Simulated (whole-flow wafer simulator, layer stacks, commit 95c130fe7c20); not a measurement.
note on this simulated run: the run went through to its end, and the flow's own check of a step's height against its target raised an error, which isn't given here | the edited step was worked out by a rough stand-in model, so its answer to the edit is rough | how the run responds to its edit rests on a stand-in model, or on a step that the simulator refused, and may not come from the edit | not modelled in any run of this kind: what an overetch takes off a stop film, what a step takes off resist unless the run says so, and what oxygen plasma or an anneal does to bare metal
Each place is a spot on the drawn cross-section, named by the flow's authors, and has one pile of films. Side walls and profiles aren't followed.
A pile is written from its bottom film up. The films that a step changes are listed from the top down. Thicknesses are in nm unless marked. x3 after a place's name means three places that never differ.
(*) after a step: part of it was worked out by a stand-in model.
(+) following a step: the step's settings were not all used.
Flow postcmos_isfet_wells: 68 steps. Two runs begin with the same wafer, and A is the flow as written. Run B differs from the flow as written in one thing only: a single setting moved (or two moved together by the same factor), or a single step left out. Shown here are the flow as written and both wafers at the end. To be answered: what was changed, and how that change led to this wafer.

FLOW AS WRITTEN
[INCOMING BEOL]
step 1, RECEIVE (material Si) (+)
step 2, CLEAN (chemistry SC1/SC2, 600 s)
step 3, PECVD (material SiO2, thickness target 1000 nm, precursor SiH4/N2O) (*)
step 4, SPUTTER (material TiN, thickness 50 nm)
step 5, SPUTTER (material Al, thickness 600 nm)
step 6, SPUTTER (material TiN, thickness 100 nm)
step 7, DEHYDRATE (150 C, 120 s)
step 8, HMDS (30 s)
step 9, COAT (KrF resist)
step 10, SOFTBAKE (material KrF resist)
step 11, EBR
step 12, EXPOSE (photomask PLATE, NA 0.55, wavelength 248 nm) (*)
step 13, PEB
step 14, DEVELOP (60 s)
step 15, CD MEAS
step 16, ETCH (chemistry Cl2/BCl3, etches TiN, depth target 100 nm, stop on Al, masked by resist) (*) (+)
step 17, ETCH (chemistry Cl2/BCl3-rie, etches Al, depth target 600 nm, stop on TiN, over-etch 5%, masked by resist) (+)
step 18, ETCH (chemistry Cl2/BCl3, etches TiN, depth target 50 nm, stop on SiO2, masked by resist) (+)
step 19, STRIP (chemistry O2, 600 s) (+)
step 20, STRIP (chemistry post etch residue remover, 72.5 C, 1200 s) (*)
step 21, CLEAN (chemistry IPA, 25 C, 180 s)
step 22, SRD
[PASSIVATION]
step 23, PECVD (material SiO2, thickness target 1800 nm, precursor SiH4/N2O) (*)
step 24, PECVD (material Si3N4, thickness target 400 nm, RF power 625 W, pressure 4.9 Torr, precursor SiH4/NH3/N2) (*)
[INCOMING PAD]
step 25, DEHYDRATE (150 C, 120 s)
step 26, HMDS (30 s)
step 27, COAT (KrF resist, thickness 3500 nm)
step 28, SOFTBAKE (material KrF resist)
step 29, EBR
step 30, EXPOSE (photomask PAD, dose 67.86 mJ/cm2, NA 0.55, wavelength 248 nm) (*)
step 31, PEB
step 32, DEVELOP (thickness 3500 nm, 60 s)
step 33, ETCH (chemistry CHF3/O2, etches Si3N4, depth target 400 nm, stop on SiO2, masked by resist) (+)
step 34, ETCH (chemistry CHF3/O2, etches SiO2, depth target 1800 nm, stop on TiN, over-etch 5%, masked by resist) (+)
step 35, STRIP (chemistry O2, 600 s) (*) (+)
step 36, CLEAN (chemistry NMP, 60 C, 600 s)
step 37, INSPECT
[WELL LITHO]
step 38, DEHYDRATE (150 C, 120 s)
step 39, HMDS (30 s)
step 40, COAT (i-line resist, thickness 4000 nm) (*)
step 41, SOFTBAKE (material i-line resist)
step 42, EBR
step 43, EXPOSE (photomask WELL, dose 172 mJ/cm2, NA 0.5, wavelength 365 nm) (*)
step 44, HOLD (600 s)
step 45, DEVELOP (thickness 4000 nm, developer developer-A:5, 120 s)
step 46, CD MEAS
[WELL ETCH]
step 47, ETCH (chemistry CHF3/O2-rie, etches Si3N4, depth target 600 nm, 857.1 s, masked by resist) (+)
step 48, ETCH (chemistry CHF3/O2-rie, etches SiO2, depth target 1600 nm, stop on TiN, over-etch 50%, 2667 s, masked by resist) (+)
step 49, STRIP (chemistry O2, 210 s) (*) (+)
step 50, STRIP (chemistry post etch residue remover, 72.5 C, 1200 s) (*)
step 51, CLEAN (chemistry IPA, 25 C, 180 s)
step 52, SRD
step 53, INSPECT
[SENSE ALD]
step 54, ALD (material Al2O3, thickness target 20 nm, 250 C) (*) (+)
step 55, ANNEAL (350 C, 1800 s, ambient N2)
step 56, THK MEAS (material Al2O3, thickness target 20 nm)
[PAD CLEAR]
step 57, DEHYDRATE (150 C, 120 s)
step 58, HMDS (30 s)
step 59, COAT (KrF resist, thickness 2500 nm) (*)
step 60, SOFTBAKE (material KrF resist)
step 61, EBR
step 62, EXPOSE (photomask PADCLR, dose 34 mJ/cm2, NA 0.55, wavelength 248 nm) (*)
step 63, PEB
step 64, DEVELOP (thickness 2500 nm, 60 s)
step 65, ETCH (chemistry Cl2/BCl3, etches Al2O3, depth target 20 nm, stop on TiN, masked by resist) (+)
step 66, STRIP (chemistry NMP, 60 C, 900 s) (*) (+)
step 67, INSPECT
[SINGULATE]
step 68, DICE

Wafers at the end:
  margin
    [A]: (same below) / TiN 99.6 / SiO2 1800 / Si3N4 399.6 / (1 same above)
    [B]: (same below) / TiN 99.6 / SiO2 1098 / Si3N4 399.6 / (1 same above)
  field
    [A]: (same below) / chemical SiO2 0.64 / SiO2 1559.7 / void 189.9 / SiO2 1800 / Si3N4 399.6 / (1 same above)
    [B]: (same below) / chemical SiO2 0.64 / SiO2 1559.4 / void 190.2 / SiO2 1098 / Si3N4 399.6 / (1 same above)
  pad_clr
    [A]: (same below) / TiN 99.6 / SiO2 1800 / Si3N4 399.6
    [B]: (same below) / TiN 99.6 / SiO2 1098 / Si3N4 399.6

Cause: step 23, PECVD: thickness target 1098 nm was run, though the flow has thickness target 1800 nm.
The wafer itself shows it: margin has SiO2 1098, and step 23 as written asks for 1800 nm.

Step by step, how the change led to this:
  step 23, PECVD (material SiO2, thickness target 1800 nm, precursor SiH4/N2O) (*)
      margin, well900, well1300 x3, pad_rim, pad_clr, pad_open: A +1800 SiO2 (new film) | B +1098 SiO2 (new film)
      field: A +1800 SiO2 (new film), +189.9 void (new film), +559.7 SiO2 | B +1098 SiO2 (new film), +190.2 void (new film), +559.4 SiO2
  step 34, ETCH (chemistry CHF3/O2, etches SiO2, depth target 1800 nm, stop on TiN, over-etch 5%, masked by resist) (+)
      field, margin, well900, well1300 x3, pad_rim, pad_clr: A -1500 KrF resist | B -960.8 KrF resist
      pad_open: A -1800 SiO2 (all of it) | B -1098 SiO2 (all of it)
  step 35, STRIP (chemistry O2, 600 s) (*) (+)
      field, margin, well900, well1300 x3, pad_rim, pad_clr: A -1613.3 KrF resist (all of it) | B -2152.6 KrF resist (all of it)
  step 40, COAT (i-line resist, thickness 4000 nm) (*)
      pad_clr: A +3256.8 i-line resist (new film) | B +3480.3 i-line resist (new film)
      pad_open: A +4804.7 i-line resist (new film) | B +4551.5 i-line resist (new film)
  step 41, SOFTBAKE (material i-line resist)
      pad_clr: A -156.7 i-line resist | B -91 i-line resist
      pad_open: A +115.3 i-line resist | B +82.3 i-line resist
  step 48, ETCH (chemistry CHF3/O2-rie, etches SiO2, depth target 1600 nm, stop on TiN, over-etch 50%, 2667 s, masked by resist) (+)
      well900, well1300 x3: A -1600 SiO2 (all of it) | B -898 SiO2 (all of it)
  step 49, STRIP (chemistry O2, 210 s) (*) (+)
      pad_clr: A -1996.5 i-line resist (all of it) | B -2285.7 i-line resist (all of it)
      pad_open: A -3816.3 i-line resist (all of it) | B -3530.1 i-line resist (all of it)
  step 59, COAT (KrF resist, thickness 2500 nm) (*)
      field: A +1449 KrF resist (new film) | B +1784.4 KrF resist (new film)
      margin: A +1448.9 KrF resist (new film) | B +1784.3 KrF resist (new film)
      (as well as at 3 more places)
  step 60, SOFTBAKE (material KrF resist)
      pad_clr: A -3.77 KrF resist | B -2.97 KrF resist
  step 63, PEB
      field, margin: A -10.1 KrF resist | B -12.5 KrF resist
      pad_rim: A -13.9 KrF resist | B -15.1 KrF resist
      (as well as at 2 more places)
  step 64, DEVELOP (thickness 2500 nm, 60 s)
      pad_clr: A -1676 KrF resist (all of it) | B -1917.2 KrF resist (all of it)
      pad_open: A -3045.1 KrF resist (all of it) | B -2866.4 KrF resist (all of it)
  step 66, STRIP (chemistry NMP, 60 C, 900 s) (*) (+)
      field: A -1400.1 KrF resist (all of it) | B -1733.1 KrF resist (all of it)
      margin: A -1400.1 KrF resist (all of it) | B -1733 KrF resist (all of it)
      (as well as at 1 more place)
